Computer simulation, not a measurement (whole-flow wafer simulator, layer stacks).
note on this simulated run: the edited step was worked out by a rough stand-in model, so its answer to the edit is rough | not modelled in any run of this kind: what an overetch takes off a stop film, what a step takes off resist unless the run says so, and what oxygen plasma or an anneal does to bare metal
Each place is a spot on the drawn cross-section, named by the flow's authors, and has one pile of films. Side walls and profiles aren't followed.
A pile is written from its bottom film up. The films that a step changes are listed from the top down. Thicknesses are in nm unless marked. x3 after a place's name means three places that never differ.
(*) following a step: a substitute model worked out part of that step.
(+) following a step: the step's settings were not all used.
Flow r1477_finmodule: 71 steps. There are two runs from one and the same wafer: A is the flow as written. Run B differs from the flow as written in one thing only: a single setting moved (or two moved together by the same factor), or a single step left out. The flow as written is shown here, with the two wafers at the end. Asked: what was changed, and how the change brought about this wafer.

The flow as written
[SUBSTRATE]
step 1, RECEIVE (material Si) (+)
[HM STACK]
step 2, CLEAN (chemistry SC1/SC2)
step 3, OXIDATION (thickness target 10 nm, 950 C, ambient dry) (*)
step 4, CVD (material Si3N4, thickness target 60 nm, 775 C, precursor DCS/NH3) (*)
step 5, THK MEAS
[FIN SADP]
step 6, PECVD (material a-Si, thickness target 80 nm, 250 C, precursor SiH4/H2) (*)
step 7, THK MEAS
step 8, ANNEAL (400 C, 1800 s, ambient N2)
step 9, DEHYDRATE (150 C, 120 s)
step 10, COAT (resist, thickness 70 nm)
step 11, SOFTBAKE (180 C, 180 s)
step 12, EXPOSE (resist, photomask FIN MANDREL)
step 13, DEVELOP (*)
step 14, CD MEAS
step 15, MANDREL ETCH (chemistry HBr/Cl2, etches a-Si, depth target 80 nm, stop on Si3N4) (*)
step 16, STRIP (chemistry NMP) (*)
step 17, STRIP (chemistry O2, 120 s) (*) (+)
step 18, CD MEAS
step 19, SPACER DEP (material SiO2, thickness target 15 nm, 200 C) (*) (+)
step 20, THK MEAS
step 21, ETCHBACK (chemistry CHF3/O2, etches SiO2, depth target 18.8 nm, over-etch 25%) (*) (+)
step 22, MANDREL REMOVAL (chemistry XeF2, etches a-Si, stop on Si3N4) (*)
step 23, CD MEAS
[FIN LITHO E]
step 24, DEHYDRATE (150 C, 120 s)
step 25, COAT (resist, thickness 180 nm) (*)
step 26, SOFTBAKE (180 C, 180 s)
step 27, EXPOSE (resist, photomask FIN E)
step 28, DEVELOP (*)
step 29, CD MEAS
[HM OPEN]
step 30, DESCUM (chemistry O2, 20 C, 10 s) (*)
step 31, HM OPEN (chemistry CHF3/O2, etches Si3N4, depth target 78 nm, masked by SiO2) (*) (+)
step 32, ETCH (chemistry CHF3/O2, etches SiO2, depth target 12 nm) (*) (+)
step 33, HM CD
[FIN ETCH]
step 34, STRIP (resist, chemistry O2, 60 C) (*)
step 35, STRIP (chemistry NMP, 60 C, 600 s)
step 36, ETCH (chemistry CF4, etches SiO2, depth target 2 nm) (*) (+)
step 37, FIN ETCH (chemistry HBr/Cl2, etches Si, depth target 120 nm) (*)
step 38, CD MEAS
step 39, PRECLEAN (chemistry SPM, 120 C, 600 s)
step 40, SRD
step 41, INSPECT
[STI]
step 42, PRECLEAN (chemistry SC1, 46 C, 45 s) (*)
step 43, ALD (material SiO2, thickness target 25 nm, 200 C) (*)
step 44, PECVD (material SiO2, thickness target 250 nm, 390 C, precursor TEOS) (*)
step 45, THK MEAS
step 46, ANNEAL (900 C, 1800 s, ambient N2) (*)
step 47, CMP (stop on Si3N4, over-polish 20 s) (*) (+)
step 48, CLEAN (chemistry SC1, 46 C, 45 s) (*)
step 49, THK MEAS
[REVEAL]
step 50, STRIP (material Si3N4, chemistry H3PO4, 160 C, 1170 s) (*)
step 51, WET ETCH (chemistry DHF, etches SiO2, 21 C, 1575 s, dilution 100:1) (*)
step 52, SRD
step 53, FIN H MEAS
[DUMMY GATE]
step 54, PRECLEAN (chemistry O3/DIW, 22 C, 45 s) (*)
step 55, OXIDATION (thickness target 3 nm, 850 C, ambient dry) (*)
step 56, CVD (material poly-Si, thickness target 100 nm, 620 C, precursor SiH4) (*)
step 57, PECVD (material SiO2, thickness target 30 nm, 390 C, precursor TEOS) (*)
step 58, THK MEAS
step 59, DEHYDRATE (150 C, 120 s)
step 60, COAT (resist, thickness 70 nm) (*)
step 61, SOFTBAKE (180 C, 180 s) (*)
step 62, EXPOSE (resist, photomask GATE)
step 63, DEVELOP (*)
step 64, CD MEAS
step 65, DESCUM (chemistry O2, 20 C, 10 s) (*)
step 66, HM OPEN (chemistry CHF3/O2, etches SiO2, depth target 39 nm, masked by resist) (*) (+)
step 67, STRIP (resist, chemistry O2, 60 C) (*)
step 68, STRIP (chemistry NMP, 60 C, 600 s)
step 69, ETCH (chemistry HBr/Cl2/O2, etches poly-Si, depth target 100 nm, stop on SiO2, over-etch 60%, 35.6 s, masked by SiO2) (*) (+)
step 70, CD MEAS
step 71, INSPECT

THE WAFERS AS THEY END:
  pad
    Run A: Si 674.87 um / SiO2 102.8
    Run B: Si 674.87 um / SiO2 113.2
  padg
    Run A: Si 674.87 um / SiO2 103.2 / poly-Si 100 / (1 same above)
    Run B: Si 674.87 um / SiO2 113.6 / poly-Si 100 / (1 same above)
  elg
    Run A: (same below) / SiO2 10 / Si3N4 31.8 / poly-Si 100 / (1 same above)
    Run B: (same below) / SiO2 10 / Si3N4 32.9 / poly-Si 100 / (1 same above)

Cause: step 51, WET ETCH: 17.87 C was run, while the flow as written has 21 C.

The path from the change to this, step by step:
  step 51, WET ETCH (chemistry DHF, etches SiO2, 21 C, 1575 s, dilution 100:1) (*)
      pad, padg, e40sg and 12 more: A -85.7 SiO2 | B -75.3 SiO2
      elg, e40lg, e100lg, e200lg, elo, e40lo, e100lo, e200lo: A -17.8 SiO2 (all of it), -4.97 Si3N4 | B -17.8 SiO2 (all of it), -3.85 Si3N4
      (and at 7 other places as well)
  step 56, CVD (material poly-Si, thickness target 100 nm, 620 C, precursor SiH4) (*)
      s40cg, s40co: A +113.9 poly-Si (new film) | B +104.3 poly-Si (new film)
      s45cg, s45co: A +113.4 poly-Si (new film) | B +103.8 poly-Si (new film)
      (and at 3 other places as well)
  step 60, COAT (resist, thickness 70 nm) (*)
      e40sg, eso, e40so: A +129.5 resist (new film) | B +120.7 resist (new film)
      e100sg, e100so: A +129.4 resist (new film) | B +120.6 resist (new film)
      (and at 8 other places as well)
  step 63, DEVELOP (*)
      eso, e40so: A -129.5 resist (all of it) | B -120.7 resist (all of it)
      e100so: A -129.4 resist (all of it) | B -120.6 resist (all of it)
      (and at 4 other places as well)
  step 67, STRIP (resist, chemistry O2, 60 C) (*)
      e40sg: A -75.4 resist (all of it) | B -66.6 resist (all of it)
      e100sg: A -75.3 resist (all of it) | B -66.5 resist (all of it)
      (and at 4 other places as well)
  step 69, ETCH (chemistry HBr/Cl2/O2, etches poly-Si, depth target 100 nm, stop on SiO2, over-etch 60%, 35.6 s, masked by SiO2) (*) (+)
      s40co: A -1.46 chemical SiO2 (all of it), -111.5 poly-Si (all of it), -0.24 SiO2 | B -1.41 chemical SiO2 (all of it), -101.9 poly-Si (all of it), -0.29 SiO2
      s45co: A -1.46 chemical SiO2 (all of it), -110.9 poly-Si (all of it), -0.25 SiO2 | B -1.41 chemical SiO2 (all of it), -101.4 poly-Si (all of it), -0.29 SiO2
      (and at 1 other place as well)
